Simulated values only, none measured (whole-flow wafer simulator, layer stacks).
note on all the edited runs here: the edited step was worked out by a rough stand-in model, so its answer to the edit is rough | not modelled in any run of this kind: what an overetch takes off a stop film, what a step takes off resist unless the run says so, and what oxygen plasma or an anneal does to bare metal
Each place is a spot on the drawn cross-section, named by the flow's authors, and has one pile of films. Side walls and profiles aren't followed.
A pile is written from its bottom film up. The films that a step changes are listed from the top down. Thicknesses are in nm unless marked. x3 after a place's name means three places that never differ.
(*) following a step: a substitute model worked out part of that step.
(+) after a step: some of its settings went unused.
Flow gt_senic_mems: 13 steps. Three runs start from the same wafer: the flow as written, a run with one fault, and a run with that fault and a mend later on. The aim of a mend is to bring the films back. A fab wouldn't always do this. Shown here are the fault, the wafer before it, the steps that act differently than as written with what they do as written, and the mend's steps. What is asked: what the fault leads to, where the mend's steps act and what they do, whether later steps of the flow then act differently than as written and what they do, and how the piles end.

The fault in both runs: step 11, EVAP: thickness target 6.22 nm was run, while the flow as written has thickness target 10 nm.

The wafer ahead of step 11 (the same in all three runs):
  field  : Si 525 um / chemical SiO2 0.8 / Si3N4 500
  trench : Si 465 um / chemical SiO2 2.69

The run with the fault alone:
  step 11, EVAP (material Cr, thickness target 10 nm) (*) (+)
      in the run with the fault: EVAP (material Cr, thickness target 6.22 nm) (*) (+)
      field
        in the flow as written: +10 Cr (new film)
        in the run with the fault: +6.22 Cr (new film)
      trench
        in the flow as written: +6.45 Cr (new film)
        in the run with the fault: +4.02 Cr (new film)
  Every later step of the flow that is run acts as written at every place that is followed.
  At field, trench, the piles at the end differ from the flow's by more than 2% or 0.5 nm, whichever is larger.
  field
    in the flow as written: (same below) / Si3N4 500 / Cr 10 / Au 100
    in the run with the fault: (same below) / Si3N4 500 / Cr 6.22 / Au 100
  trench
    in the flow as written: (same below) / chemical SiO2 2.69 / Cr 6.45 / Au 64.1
    in the run with the fault: (same below) / chemical SiO2 2.69 / Cr 4.02 / Au 64.1

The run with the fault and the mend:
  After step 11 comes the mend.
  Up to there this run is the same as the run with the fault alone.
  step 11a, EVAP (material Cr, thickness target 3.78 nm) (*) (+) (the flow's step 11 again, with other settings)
      field
        +3.78 Cr
      trench
        +2.44 Cr
  Every later step of the flow that is run acts as written at every place that is followed.
  The piles end only slightly different from the flow's at the places that both follow, by no more than 2% or 0.5 nm, whichever is larger.
